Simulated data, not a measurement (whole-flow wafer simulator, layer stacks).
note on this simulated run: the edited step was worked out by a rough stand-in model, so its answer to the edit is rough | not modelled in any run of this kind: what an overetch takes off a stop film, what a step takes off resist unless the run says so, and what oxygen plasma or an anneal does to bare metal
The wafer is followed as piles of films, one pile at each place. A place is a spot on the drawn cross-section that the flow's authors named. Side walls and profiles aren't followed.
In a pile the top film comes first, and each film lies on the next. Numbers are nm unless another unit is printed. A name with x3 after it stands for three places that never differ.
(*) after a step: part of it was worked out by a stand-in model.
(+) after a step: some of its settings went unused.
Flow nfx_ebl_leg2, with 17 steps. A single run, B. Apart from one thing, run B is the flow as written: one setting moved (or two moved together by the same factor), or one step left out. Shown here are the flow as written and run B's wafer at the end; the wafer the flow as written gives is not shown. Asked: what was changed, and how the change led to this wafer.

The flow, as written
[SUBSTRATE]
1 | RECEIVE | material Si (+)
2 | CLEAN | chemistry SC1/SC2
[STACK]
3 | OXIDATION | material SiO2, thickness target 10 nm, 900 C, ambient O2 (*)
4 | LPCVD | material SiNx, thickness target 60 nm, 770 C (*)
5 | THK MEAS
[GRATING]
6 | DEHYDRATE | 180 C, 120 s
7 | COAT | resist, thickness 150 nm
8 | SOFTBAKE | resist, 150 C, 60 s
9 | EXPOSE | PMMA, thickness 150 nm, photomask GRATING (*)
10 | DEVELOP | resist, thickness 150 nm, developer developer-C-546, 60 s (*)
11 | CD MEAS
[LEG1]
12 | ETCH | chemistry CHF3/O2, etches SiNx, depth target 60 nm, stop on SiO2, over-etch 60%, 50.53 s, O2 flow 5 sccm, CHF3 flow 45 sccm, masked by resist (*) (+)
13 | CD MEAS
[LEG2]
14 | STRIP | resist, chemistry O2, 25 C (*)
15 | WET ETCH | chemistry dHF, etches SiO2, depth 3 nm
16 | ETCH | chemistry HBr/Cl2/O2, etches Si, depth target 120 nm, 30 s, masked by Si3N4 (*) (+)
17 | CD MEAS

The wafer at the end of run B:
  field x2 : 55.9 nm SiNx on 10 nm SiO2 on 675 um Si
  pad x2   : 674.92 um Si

What caused this: step 16, ETCH: depth target 72 nm was run, whereas the flow has depth target 120 nm; step 16, ETCH: 18 s was run, where the flow has 30 s.

Step by step, how the change led to this:
  16 | ETCH | chemistry HBr/Cl2/O2, etches Si, depth target 120 nm, 30 s, masked by Si3N4 (*) (+)
      field x2: -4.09 SiNx (as written it would have been: -6.82 SiNx)
      pad x2: -72 Si (as written it would have been: -120 Si)
